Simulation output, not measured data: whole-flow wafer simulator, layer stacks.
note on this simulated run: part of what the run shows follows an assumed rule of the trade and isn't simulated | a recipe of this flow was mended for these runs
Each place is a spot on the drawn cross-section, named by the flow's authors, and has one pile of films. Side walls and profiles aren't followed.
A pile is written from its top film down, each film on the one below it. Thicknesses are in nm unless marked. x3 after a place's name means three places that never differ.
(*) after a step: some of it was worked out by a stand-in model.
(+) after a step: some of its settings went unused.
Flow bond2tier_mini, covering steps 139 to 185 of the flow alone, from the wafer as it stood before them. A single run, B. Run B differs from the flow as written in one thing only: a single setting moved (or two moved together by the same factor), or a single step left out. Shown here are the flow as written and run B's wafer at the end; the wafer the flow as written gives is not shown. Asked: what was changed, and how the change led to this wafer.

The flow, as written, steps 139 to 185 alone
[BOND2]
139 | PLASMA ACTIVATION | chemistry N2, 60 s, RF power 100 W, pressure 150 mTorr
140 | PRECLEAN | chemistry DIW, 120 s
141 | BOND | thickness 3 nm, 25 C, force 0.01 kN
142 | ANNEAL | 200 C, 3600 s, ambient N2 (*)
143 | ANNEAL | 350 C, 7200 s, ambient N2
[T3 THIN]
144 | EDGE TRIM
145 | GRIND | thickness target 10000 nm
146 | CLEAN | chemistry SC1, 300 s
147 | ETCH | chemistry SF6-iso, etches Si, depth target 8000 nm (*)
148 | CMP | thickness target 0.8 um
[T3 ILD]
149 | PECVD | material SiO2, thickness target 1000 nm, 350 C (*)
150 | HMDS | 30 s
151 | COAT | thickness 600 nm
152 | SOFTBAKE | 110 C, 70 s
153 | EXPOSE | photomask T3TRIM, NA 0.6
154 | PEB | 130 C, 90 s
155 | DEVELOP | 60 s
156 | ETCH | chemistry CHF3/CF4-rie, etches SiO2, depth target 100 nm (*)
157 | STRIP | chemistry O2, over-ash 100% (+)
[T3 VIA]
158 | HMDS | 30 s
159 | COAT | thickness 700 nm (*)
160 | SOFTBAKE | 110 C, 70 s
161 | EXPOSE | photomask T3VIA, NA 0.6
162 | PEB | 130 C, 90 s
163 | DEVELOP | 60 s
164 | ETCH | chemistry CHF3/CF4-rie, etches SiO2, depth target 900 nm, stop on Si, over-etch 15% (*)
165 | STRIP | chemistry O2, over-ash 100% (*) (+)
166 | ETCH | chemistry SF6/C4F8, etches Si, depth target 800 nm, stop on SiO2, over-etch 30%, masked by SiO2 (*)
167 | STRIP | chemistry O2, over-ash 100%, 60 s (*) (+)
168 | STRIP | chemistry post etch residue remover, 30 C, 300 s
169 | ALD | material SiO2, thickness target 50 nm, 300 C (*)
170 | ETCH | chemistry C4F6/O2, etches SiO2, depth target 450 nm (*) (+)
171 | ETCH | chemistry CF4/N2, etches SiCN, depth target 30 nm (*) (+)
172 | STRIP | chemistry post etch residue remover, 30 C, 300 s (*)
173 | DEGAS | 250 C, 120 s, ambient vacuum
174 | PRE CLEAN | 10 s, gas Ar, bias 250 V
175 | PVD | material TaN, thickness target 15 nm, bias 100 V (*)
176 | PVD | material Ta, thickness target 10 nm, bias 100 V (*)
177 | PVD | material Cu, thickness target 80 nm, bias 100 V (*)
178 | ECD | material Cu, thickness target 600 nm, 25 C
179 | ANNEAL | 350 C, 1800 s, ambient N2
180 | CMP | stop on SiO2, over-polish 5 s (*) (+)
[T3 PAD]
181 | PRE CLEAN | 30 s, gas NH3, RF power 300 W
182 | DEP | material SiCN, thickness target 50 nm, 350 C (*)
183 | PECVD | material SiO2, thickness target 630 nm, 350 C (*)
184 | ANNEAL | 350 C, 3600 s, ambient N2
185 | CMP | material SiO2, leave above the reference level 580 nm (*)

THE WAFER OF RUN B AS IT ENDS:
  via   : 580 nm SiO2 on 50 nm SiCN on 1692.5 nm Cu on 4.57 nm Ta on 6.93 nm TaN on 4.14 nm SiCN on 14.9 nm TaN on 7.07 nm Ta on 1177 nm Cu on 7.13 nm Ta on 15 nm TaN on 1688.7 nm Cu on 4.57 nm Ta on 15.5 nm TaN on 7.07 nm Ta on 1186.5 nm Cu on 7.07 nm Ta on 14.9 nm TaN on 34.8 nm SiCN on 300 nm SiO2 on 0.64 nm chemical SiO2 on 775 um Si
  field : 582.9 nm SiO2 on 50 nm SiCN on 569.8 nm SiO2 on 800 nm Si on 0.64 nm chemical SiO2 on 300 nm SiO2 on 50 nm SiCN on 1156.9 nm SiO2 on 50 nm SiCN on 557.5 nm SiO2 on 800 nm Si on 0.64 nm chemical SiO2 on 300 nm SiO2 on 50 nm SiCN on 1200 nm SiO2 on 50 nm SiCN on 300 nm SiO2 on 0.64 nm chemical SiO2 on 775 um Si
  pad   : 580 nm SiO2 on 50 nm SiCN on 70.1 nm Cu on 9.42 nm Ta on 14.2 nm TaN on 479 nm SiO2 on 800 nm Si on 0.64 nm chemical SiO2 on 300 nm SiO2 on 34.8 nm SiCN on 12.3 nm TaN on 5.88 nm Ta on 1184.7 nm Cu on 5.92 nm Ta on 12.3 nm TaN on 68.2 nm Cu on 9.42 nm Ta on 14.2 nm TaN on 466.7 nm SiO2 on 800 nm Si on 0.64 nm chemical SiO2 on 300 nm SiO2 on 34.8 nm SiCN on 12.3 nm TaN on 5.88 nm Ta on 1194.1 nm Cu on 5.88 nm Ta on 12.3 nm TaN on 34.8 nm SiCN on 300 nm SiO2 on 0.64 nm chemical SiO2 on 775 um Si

What caused this: step 171, ETCH: depth target 11.6 nm was run, though the flow has depth target 30 nm.

The path from the change to this, step by step:
  171 | ETCH | chemistry CF4/N2, etches SiCN, depth target 30 nm (*) (+)
      via: SiCN loses 11.6 (as written it would have been: SiCN loses 17.6 (all of it), TaN loses 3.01)
      field, pad: SiO2 loses 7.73 (as written it would have been: SiO2 loses 20)
  174 | PRE CLEAN | 10 s, gas Ar, bias 250 V
      via: SiCN loses 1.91 (as written it would have been: TaN loses 3.19)
  175 | PVD | material TaN, thickness target 15 nm, bias 100 V (*)
      via: TaN gains 6.93 (new film) (as written it would have been: TaN gains 6.94)
Taking metal films that touch as one body, via has 2 bodies (between them, from the top down: SiCN 4.14); the flow as written gives 1 body.
